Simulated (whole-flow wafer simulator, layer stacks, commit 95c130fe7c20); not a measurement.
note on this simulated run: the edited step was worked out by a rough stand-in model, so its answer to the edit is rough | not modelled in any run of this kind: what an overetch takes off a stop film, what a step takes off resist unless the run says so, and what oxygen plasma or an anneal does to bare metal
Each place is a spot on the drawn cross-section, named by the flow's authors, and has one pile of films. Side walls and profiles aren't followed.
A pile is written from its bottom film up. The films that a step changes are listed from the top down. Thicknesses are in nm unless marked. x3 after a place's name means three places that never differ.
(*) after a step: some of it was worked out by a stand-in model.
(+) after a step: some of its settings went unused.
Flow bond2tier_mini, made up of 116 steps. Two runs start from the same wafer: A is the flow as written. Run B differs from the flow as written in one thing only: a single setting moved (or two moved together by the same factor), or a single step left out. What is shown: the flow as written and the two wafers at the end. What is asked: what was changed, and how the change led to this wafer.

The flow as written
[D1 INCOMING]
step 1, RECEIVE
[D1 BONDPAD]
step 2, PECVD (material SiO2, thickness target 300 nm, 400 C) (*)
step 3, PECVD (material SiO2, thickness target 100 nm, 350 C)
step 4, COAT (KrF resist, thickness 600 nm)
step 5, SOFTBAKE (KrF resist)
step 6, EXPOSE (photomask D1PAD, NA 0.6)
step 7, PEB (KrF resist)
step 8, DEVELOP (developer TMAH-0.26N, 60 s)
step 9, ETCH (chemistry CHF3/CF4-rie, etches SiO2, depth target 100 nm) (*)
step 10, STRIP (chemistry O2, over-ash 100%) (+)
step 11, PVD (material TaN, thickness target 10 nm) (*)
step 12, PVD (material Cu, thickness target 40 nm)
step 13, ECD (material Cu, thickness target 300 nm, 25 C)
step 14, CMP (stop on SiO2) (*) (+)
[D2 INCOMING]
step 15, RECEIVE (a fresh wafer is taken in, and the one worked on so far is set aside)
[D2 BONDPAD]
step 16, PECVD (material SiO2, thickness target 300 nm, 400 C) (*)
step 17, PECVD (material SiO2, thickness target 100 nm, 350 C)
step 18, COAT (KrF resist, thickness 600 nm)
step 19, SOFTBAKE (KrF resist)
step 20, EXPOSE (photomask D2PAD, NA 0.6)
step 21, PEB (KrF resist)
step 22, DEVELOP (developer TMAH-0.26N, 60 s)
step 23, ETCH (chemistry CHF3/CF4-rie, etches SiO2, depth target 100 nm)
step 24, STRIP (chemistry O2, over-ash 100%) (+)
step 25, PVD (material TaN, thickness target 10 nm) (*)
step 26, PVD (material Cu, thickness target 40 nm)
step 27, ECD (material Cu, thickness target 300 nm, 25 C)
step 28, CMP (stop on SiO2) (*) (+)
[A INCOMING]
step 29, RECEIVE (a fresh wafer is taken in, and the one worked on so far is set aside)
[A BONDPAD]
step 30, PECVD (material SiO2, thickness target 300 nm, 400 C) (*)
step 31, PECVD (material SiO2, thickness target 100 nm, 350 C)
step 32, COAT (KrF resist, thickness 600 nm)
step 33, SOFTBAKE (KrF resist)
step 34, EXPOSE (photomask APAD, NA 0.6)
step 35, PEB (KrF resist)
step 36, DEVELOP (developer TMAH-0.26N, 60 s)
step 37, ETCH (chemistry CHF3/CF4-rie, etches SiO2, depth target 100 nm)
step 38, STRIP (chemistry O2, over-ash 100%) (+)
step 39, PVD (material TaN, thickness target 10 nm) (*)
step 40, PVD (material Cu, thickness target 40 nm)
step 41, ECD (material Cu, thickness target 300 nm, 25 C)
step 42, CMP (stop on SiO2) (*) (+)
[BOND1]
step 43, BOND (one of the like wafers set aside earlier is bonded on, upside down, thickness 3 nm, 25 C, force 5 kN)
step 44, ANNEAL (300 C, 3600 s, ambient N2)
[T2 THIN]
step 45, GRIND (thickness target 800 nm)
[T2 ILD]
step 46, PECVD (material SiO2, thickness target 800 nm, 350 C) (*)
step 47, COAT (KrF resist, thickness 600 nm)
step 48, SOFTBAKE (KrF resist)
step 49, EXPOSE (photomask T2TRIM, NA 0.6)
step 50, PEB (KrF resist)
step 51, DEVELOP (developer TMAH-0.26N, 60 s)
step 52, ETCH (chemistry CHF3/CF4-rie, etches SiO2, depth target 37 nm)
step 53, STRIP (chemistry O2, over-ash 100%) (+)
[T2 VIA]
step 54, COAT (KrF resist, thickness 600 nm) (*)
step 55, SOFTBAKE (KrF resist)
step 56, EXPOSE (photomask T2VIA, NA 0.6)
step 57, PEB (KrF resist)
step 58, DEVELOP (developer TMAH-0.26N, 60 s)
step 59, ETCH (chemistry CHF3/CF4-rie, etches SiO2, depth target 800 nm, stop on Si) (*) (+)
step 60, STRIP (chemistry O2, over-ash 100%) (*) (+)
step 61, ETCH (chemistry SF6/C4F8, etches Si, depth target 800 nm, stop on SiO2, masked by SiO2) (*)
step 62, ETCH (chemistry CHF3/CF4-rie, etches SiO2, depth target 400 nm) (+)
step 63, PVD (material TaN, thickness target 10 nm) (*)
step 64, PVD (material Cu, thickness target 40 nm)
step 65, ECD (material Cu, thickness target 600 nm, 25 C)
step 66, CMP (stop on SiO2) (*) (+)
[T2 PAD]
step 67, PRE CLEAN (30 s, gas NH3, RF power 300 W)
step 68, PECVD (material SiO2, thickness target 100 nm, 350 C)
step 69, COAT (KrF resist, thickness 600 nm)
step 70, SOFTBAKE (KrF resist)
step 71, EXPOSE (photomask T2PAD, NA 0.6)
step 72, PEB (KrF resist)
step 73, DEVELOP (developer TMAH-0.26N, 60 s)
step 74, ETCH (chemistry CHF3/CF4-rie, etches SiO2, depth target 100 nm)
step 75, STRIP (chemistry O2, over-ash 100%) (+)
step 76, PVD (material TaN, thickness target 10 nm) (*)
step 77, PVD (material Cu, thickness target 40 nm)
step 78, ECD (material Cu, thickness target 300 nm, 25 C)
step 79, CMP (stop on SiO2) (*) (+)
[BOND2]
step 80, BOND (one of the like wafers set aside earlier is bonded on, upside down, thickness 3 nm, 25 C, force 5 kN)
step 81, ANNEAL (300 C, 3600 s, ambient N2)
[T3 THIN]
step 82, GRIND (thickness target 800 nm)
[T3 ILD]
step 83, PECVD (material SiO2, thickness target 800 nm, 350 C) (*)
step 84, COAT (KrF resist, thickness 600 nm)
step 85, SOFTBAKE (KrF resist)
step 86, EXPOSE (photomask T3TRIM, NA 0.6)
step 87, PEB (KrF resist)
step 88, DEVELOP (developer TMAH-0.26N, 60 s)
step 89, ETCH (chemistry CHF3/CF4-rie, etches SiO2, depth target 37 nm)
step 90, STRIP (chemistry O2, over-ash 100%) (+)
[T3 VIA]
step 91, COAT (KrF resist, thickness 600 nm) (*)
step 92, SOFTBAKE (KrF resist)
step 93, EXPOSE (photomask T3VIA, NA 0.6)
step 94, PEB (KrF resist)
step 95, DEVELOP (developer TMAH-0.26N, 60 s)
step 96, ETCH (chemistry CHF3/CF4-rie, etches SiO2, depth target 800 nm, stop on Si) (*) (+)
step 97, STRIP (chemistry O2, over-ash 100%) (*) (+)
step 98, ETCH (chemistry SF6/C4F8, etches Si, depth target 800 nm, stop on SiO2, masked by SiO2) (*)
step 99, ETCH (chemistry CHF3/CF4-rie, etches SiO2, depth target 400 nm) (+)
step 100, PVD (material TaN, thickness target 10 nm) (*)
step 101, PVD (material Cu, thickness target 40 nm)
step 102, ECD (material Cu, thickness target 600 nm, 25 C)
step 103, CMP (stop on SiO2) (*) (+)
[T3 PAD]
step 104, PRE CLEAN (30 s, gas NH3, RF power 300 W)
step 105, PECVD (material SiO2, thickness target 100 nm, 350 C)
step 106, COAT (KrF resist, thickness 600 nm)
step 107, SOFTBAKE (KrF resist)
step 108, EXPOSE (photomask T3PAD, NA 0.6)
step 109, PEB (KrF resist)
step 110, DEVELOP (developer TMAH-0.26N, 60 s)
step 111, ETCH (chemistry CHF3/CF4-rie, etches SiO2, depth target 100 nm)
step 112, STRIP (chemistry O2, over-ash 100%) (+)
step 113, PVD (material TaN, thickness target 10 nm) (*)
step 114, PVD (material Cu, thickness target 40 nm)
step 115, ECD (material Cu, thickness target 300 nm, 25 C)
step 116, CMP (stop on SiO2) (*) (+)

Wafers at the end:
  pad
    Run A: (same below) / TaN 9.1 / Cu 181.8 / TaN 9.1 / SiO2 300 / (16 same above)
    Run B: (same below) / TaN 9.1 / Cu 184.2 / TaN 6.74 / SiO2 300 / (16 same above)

The reason: step 11, PVD: thickness target 7.4 nm was run, whereas the flow has thickness target 10 nm.

Step by step, how the change led to this:
  step 11, PVD (material TaN, thickness target 10 nm) (*)
      field: A +10 TaN (new film) | B +7.4 TaN (new film)
      pad: A +9.1 TaN (new film) | B +6.74 TaN (new film)
      (and at 1 other place as well)
  step 14, CMP (stop on SiO2) (*) (+)
      field: A -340 Cu (all of it), -10 TaN (all of it) | B -340 Cu (all of it), -7.4 TaN (all of it)
  step 43, BOND (one of the like wafers set aside earlier is bonded on, upside down, thickness 3 nm, 25 C, force 5 kN)
      pad: A +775 um Si (new film), +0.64 chemical SiO2 (new film), +300 SiO2 (new film), +9.1 TaN (new film), +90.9 Cu | B +775 um Si (new film), +0.64 chemical SiO2 (new film), +300 SiO2 (new film), +6.74 TaN (new film), +93.3 Cu
      via: A +775 um Si (new film), +0.64 chemical SiO2 (new film), +300 SiO2 (new film), +9.97 TaN (new film), +90 Cu | B +775 um Si (new film), +0.64 chemical SiO2 (new film), +300 SiO2 (new film), +7.38 TaN (new film), +92.6 Cu
